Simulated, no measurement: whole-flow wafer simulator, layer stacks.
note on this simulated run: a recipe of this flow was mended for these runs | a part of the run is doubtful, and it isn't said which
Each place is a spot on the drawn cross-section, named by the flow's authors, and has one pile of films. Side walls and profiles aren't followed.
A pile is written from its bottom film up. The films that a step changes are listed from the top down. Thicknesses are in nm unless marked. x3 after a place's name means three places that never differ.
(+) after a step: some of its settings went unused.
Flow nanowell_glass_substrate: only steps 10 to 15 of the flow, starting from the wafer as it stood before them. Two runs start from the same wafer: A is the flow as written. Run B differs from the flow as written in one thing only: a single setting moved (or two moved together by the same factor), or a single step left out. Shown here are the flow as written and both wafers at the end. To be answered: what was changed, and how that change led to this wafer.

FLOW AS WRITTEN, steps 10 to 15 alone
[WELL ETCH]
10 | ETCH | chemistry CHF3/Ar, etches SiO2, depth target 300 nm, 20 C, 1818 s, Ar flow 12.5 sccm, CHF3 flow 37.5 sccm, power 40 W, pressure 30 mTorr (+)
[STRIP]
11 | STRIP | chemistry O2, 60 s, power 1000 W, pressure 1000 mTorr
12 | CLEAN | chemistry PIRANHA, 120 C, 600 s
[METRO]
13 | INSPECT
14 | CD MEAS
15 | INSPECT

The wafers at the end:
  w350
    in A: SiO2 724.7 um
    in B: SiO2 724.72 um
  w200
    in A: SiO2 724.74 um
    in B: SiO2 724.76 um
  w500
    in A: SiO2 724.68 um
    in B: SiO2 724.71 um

Cause: step 10, ETCH: depth target 288.8 nm was run, whereas the flow has depth target 300 nm; step 10, ETCH: 1750 s was run, where the flow has 1818 s.

How this came from the change, step by step:
  10 | ETCH | chemistry CHF3/Ar, etches SiO2, depth target 300 nm, 20 C, 1818 s, Ar flow 12.5 sccm, CHF3 flow 37.5 sccm, power 40 W, pressure 30 mTorr (+)
      land: A UV-NIL-ACRYLATE loses 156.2 | B UV-NIL-ACRYLATE loses 143.9
      w350: A SiO2 loses 300 | B SiO2 loses 278
      (also at 3 further places)
  11 | STRIP | chemistry O2, 60 s, power 1000 W, pressure 1000 mTorr
      land: A UV-NIL-ACRYLATE loses 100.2 (all of it) | B UV-NIL-ACRYLATE loses 112.4 (all of it)
